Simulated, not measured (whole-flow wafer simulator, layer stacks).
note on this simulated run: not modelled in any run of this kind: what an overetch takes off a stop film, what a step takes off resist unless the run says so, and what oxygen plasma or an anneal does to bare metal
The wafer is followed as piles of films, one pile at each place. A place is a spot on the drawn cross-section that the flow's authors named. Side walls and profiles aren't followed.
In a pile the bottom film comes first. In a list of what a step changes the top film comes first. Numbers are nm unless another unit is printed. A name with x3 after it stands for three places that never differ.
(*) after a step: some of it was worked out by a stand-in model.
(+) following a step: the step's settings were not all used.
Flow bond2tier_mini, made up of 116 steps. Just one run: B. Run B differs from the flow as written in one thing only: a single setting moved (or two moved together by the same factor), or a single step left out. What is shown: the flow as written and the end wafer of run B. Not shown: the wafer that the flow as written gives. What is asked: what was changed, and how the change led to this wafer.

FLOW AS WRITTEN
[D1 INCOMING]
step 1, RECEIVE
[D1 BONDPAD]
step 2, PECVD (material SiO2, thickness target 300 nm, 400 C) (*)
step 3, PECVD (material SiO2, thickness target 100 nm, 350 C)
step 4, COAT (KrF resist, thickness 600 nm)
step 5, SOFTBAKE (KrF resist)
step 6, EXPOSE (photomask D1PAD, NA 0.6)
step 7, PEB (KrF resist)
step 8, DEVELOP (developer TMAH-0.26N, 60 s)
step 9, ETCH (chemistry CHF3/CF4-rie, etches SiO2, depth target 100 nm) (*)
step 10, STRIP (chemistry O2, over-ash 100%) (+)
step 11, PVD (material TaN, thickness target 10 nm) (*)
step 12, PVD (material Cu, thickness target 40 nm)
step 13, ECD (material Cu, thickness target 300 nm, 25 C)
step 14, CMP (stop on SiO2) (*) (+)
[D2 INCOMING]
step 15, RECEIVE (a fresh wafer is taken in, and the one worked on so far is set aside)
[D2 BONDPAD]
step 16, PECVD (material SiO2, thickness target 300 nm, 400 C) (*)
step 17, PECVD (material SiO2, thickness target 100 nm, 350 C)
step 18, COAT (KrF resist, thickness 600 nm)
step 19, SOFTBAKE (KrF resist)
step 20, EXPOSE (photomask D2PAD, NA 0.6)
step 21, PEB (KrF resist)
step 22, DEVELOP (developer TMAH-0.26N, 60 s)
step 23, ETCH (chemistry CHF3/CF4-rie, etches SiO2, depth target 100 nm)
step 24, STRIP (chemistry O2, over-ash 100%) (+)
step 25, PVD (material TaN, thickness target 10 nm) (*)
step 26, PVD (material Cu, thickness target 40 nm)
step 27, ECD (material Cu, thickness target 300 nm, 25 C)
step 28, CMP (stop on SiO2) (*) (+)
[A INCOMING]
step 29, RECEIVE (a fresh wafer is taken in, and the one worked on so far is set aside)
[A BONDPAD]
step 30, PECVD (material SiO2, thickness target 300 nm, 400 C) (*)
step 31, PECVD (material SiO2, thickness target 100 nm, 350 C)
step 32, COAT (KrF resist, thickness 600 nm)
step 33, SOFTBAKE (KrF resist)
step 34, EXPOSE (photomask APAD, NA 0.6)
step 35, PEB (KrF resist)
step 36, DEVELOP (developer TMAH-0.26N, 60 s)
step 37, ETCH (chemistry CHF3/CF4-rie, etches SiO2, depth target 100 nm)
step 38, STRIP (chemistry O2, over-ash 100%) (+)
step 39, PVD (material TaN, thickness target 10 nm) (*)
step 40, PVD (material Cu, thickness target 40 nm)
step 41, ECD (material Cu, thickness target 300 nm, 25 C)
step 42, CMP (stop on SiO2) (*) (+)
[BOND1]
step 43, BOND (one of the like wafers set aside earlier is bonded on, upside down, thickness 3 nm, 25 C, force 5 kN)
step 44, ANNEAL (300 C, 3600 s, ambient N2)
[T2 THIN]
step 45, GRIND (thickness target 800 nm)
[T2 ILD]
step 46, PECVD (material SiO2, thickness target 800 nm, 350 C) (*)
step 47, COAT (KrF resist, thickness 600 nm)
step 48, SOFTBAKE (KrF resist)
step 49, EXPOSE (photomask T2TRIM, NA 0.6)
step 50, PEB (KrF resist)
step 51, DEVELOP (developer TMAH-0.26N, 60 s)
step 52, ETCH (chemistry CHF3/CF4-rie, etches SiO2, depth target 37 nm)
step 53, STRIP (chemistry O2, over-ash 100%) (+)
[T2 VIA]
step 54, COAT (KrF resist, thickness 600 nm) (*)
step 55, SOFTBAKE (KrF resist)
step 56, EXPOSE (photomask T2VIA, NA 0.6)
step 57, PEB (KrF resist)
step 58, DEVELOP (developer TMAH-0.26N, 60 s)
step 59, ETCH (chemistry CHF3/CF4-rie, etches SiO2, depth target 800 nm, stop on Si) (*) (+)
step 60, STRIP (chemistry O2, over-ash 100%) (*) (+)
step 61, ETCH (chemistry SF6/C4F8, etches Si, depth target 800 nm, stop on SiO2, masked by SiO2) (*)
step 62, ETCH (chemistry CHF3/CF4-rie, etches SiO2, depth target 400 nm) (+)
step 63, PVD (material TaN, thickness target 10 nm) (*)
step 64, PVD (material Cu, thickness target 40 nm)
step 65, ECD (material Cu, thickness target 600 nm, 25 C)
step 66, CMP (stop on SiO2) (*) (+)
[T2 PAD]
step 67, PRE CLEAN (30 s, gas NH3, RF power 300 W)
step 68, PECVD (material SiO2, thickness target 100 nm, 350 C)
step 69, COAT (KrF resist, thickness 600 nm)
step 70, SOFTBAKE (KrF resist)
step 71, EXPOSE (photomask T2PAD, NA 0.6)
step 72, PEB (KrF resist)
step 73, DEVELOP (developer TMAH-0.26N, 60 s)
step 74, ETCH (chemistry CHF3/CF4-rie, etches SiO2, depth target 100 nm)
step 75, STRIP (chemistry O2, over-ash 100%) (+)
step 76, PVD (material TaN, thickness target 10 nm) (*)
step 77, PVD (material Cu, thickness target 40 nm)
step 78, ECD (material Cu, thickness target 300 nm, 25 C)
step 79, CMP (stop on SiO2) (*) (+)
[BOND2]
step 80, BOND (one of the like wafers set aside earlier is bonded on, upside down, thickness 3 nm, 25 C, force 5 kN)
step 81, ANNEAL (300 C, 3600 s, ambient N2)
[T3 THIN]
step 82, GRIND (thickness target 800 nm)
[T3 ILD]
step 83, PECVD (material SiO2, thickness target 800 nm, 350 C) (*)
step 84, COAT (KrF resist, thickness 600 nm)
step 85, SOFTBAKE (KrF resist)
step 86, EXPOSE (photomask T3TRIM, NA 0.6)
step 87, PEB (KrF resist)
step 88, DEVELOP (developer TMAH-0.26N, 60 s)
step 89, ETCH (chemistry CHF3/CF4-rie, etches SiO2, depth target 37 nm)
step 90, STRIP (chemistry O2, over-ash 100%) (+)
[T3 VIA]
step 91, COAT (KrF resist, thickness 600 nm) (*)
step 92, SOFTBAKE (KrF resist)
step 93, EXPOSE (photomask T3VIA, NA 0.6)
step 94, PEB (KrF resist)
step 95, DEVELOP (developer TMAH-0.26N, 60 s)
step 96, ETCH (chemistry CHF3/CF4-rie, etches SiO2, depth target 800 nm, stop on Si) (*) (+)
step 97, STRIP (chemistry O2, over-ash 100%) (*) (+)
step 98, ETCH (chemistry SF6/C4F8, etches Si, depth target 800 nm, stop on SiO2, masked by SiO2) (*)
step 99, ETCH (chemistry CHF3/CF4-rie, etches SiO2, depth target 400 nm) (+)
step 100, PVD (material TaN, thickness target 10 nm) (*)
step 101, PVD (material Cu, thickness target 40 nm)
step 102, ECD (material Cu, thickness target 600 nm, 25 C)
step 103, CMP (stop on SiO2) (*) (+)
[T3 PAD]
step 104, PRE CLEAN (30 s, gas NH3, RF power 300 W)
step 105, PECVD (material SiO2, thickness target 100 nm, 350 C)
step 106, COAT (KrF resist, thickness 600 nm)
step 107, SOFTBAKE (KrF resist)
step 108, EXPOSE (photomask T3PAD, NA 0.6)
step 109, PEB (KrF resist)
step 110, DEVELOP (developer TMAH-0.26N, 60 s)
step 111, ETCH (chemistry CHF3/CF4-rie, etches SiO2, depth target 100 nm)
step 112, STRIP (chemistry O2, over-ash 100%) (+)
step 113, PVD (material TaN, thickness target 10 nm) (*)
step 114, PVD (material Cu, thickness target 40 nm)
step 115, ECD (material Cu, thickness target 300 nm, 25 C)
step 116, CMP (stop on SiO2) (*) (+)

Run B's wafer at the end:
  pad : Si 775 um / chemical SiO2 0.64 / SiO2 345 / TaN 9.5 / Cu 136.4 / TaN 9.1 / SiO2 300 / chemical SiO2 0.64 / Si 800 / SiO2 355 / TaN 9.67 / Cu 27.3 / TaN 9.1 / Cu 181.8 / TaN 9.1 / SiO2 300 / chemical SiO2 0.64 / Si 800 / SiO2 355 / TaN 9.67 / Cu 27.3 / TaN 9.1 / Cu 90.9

The reason: step 37, ETCH: depth target 55 nm was run, though the flow has depth target 100 nm.

Step by step, how the change led to this:
  step 37, ETCH (chemistry CHF3/CF4-rie, etches SiO2, depth target 100 nm)
      pad, via: -55 SiO2 (in the flow as written it would be: -100 SiO2)
      field: -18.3 KrF resist (in the flow as written it would be: -33.3 KrF resist)
  step 38, STRIP (chemistry O2, over-ash 100%) (+)
      field: -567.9 KrF resist (all of it) (in the flow as written it would be: -552.9 KrF resist (all of it))
  step 40, PVD (material Cu, thickness target 40 nm)
      pad: +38 Cu (new film) (in the flow as written it would be: +36.4 Cu (new film))
  step 41, ECD (material Cu, thickness target 300 nm, 25 C)
      pad: +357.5 Cu (in the flow as written it would be: +404.5 Cu)
      via: +355 Cu (in the flow as written it would be: +400.2 Cu)
